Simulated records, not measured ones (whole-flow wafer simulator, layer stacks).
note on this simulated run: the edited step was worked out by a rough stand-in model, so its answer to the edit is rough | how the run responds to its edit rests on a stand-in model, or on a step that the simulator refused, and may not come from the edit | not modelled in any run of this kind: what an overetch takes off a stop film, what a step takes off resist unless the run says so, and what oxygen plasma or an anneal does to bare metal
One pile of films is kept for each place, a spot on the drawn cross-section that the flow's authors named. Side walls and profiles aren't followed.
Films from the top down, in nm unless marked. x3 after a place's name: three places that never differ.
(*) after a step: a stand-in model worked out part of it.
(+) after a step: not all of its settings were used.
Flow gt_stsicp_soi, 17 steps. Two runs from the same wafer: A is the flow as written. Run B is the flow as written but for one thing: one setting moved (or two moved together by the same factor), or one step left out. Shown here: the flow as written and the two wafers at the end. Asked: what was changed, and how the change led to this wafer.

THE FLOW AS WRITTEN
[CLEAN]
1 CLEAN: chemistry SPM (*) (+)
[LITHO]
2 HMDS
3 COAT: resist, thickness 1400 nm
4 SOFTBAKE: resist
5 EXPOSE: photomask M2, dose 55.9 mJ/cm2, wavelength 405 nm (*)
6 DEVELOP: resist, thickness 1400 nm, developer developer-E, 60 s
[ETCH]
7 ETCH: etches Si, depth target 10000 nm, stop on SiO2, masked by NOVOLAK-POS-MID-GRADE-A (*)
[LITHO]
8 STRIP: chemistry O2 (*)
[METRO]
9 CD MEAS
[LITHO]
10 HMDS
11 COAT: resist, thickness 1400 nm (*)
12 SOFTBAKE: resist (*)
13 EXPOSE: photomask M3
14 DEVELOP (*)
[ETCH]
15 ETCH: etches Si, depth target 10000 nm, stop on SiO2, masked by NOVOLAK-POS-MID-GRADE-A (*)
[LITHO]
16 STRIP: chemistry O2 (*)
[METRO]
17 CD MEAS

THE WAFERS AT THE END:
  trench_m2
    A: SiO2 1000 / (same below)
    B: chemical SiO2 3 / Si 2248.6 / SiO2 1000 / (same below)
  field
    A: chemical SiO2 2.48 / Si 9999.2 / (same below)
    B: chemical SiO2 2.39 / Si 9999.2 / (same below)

The cause: step 7, ETCH: depth target 7750 nm was run, where the flow has depth target 10000 nm.

How the change led to this, step by step:
  7 ETCH: etches Si, depth target 10000 nm, stop on SiO2, masked by NOVOLAK-POS-MID-GRADE-A (*)
      trench_m2: A chemical SiO2 -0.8 (all of it), Si -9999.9 (all of it) | B chemical SiO2 -0.8 (all of it), Si -7750
      field, trench_m3: A resist -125 | B resist -96.9
  8 STRIP: chemistry O2 (*)
      trench_m2: A nothing | B chemical SiO2 +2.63 (new film), Si -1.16
      field, trench_m3: A resist -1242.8 (all of it), chemical SiO2 +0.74, Si -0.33 | B resist -1271 (all of it), chemical SiO2 +0.75, Si -0.33
  11 COAT: resist, thickness 1400 nm (*)
      trench_m2: A resist +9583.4 (new film) | B resist +7795.9 (new film)
  12 SOFTBAKE: resist (*)
      field: A nothing | B resist +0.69
      trench_m2: A nothing | B resist +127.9
      (and at 1 more place)
  16 STRIP: chemistry O2 (*)
      trench_m2: A resist -9458.4 (all of it) | B resist -7798.7 (all of it), chemical SiO2 +0.37, Si -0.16
